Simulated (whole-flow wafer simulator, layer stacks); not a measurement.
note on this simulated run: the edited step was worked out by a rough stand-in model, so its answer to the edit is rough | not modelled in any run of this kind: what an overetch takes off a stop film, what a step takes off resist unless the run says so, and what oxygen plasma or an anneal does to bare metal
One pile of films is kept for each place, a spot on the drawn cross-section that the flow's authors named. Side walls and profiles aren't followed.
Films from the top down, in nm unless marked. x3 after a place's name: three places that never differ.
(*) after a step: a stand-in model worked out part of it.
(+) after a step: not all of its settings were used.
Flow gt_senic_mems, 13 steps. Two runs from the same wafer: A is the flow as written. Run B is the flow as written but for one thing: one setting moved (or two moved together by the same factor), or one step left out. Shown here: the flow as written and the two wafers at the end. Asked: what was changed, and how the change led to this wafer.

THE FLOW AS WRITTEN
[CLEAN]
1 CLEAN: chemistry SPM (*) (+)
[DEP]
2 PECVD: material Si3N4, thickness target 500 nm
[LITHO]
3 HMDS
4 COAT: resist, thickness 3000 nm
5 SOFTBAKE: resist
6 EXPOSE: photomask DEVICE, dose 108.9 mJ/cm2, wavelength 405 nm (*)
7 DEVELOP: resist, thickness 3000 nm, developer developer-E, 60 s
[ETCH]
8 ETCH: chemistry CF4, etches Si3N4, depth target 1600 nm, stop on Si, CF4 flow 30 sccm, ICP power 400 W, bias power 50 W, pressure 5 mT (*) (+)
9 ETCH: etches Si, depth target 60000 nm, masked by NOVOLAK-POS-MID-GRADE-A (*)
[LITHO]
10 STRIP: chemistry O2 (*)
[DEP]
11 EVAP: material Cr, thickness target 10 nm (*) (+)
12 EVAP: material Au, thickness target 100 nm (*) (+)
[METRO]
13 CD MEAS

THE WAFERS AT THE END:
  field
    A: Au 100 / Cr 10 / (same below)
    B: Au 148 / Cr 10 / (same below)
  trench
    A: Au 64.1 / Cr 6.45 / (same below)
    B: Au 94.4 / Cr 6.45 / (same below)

The cause: step 12, EVAP: thickness target 148 nm was run, where the flow has thickness target 100 nm.
It can be read off the wafer: field has Au 148, and step 12 as written asks for 100 nm.

How the change led to this, step by step:
  12 EVAP: material Au, thickness target 100 nm (*) (+)
      field: A Au +100 (new film) | B Au +148 (new film)
      trench: A Au +64.1 (new film) | B Au +94.4 (new film)
